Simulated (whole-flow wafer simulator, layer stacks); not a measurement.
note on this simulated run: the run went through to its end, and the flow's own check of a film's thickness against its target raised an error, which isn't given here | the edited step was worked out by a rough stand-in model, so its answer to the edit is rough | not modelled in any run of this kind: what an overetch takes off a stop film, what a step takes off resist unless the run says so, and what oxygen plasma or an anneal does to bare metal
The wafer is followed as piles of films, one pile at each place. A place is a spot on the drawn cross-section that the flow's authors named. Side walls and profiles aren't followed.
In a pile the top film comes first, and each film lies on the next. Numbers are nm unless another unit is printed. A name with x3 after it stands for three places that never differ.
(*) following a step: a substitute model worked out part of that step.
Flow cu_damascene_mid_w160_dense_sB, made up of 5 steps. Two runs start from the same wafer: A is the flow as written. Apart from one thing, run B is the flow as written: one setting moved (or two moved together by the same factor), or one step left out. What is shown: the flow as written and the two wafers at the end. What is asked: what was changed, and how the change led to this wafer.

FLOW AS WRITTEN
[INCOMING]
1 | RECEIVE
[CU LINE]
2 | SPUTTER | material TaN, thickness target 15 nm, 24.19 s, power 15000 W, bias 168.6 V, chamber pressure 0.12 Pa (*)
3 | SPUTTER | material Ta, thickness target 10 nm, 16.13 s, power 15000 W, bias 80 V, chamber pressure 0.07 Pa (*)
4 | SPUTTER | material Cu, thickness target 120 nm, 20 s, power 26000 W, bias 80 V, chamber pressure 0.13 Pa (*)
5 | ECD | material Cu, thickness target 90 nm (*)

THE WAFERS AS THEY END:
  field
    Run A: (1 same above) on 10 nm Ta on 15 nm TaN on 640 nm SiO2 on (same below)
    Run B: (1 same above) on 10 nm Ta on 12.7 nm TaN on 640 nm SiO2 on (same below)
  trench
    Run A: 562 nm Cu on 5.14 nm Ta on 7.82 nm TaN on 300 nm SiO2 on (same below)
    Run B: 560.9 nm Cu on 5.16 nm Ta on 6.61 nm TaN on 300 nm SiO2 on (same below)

What caused this: step 2, SPUTTER: power 12700 W was run, though the flow has power 15000 W.

Step by step, how the change led to this:
  2 | SPUTTER | material TaN, thickness target 15 nm, 24.19 s, power 15000 W, bias 168.6 V, chamber pressure 0.12 Pa (*)
      field: A TaN gains 15 (new film) | B TaN gains 12.7 (new film)
      trench: A TaN gains 7.82 (new film) | B TaN gains 6.61 (new film)
